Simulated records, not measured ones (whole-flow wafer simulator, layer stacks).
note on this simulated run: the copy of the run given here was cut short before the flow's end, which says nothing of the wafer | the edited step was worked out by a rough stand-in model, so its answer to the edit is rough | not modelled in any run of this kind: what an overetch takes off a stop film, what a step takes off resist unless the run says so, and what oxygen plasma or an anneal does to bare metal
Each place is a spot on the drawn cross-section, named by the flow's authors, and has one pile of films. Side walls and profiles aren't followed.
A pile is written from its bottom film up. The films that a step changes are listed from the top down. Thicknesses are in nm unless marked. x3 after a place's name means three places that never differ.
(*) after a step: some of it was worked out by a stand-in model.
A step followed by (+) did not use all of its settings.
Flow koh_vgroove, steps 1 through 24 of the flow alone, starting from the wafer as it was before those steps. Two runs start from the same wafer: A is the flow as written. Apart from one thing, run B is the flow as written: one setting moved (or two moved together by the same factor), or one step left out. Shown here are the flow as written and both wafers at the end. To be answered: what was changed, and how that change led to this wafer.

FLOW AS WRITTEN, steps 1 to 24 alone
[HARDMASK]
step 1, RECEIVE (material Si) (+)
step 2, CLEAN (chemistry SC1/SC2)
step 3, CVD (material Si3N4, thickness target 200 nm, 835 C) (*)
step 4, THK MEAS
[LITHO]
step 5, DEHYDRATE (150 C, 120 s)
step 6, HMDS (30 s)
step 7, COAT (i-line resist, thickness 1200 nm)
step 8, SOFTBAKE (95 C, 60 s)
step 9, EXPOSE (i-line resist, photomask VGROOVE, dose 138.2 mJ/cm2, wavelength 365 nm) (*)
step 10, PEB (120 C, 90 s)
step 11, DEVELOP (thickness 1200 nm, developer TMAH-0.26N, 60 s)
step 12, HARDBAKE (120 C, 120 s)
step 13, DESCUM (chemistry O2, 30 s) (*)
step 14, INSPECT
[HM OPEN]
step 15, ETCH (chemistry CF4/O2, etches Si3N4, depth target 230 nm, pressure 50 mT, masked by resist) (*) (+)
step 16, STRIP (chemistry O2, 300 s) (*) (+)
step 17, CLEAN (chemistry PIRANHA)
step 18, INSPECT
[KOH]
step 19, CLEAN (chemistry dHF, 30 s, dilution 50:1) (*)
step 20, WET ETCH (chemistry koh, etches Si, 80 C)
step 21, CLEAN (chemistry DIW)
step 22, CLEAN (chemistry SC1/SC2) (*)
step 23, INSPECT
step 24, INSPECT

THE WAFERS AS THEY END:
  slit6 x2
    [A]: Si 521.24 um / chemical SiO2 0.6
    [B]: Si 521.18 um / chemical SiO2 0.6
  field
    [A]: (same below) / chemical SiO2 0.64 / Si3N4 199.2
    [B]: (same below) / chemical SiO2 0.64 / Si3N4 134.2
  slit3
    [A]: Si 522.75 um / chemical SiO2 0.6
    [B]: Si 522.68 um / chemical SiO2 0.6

What caused this: step 3, CVD: thickness target 135 nm was run, whereas the flow has thickness target 200 nm.

How this came from the change, step by step:
  step 3, CVD (material Si3N4, thickness target 200 nm, 835 C) (*)
      field, slit3, slit2, slit6 x2: A Si3N4 gains 200 (new film) | B Si3N4 gains 135 (new film)
  step 15, ETCH (chemistry CF4/O2, etches Si3N4, depth target 230 nm, pressure 50 mT, masked by resist) (*) (+)
      slit3, slit2, slit6 x2: A Si3N4 loses 200 (all of it), chemical SiO2 loses 0.64 (all of it), Si loses 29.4 | B Si3N4 loses 135 (all of it), chemical SiO2 loses 0.64 (all of it), Si loses 94.4
